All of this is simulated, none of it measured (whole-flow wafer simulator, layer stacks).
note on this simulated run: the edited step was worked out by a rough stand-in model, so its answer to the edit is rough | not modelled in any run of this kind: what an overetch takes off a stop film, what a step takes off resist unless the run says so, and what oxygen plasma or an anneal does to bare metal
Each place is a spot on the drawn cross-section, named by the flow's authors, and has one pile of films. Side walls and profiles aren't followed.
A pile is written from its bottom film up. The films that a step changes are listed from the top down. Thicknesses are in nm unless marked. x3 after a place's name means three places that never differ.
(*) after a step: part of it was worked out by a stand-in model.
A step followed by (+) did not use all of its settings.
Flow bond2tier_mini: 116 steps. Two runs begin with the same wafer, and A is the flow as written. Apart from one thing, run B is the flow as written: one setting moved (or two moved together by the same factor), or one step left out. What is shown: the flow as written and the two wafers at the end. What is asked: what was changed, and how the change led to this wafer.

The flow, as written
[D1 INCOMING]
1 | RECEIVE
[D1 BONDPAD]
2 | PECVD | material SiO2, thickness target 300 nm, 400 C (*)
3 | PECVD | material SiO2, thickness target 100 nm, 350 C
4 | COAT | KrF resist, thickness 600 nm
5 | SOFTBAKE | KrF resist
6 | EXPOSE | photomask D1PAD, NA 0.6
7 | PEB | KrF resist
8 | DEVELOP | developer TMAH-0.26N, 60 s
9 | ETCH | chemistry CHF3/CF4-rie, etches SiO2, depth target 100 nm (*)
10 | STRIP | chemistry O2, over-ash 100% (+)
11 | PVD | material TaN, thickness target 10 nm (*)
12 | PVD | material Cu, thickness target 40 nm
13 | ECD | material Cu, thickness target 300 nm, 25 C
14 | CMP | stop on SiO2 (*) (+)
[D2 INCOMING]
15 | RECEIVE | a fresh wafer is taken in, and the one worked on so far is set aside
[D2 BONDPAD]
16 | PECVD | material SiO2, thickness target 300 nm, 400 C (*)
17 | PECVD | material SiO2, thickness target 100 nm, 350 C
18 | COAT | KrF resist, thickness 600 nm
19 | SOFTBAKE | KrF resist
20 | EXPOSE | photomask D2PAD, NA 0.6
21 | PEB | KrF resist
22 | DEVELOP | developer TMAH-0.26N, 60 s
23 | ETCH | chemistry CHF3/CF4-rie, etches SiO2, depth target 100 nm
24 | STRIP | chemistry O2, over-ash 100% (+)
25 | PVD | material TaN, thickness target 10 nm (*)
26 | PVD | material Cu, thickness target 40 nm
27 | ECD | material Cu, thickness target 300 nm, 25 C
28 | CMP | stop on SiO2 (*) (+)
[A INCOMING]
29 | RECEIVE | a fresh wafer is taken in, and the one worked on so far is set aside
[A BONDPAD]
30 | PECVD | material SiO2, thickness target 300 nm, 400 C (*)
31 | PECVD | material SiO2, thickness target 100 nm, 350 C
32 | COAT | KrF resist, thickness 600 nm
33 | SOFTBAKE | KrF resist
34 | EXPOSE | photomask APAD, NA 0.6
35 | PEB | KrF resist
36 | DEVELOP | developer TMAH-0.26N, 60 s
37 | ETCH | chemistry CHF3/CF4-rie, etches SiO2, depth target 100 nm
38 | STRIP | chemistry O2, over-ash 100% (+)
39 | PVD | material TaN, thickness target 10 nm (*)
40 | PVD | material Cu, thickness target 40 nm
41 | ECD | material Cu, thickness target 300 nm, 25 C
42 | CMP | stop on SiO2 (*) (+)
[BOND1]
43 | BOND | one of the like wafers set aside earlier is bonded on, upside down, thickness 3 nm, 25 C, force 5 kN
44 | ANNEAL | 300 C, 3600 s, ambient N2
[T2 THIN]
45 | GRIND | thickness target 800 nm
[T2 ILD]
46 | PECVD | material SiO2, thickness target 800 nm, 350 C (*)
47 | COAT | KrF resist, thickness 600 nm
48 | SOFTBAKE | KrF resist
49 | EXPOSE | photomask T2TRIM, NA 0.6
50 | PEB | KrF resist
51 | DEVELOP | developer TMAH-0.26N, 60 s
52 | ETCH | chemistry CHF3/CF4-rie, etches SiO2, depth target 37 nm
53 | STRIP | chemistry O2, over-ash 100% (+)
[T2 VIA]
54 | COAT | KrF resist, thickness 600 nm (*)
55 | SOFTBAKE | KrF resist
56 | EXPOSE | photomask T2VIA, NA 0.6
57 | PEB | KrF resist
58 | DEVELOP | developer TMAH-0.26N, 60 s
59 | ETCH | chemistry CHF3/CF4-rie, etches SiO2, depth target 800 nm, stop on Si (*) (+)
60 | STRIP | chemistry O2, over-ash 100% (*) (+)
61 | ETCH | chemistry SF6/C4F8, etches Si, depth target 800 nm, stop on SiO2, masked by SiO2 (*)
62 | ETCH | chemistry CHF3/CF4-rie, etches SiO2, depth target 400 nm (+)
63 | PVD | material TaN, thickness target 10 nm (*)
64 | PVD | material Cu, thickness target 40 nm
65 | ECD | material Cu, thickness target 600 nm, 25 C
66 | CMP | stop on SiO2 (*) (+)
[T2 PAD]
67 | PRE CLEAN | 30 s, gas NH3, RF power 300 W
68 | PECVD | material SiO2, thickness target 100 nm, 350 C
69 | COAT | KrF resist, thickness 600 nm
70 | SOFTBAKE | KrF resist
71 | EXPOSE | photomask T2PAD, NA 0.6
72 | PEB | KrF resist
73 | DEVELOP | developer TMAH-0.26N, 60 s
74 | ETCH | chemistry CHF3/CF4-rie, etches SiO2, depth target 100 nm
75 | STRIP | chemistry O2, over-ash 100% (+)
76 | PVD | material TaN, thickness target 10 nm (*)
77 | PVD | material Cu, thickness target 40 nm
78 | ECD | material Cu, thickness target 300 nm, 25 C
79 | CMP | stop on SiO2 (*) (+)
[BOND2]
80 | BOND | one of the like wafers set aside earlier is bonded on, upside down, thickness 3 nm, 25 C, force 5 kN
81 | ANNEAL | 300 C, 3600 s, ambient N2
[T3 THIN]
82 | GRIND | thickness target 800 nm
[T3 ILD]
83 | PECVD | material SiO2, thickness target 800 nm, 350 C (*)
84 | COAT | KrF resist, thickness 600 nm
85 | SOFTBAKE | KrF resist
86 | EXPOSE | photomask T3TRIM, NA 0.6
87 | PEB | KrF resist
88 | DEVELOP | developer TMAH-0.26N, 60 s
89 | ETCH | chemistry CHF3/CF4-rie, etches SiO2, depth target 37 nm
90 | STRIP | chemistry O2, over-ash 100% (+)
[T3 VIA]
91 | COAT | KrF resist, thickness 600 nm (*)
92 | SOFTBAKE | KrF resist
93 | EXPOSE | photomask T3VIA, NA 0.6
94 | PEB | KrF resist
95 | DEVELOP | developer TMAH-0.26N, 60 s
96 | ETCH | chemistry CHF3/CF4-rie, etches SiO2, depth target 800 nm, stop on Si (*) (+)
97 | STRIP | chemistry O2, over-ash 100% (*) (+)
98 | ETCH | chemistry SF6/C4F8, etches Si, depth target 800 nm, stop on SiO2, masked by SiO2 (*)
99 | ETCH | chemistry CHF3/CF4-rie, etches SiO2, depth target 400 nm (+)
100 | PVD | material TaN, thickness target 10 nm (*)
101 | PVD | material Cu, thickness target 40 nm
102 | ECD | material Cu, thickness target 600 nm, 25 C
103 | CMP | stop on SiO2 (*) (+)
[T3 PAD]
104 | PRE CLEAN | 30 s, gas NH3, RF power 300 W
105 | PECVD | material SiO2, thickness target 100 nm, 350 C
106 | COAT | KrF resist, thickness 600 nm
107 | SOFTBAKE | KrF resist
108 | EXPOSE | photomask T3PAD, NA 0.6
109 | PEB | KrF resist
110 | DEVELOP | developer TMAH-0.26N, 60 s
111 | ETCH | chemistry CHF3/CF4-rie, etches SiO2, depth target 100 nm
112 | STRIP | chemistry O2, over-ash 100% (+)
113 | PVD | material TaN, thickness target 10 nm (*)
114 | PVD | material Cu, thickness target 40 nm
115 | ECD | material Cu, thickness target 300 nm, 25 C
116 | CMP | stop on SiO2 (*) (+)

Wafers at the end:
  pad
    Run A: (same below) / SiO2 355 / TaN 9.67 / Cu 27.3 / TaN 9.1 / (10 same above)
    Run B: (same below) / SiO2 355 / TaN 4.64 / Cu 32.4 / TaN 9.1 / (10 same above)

Cause: step 63, PVD: thickness target 4.8 nm was run, while the flow as written has thickness target 10 nm.

Step by step, how the change led to this:
  63 | PVD | material TaN, thickness target 10 nm (*)
      field: A TaN gains 10 (new film) | B TaN gains 4.8 (new film)
      pad: A TaN gains 9.67 (new film) | B TaN gains 4.64 (new film)
  66 | CMP | stop on SiO2 (*) (+)
      field: A Cu loses 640 (all of it), TaN loses 10 (all of it) | B Cu loses 640 (all of it), TaN loses 4.8 (all of it)
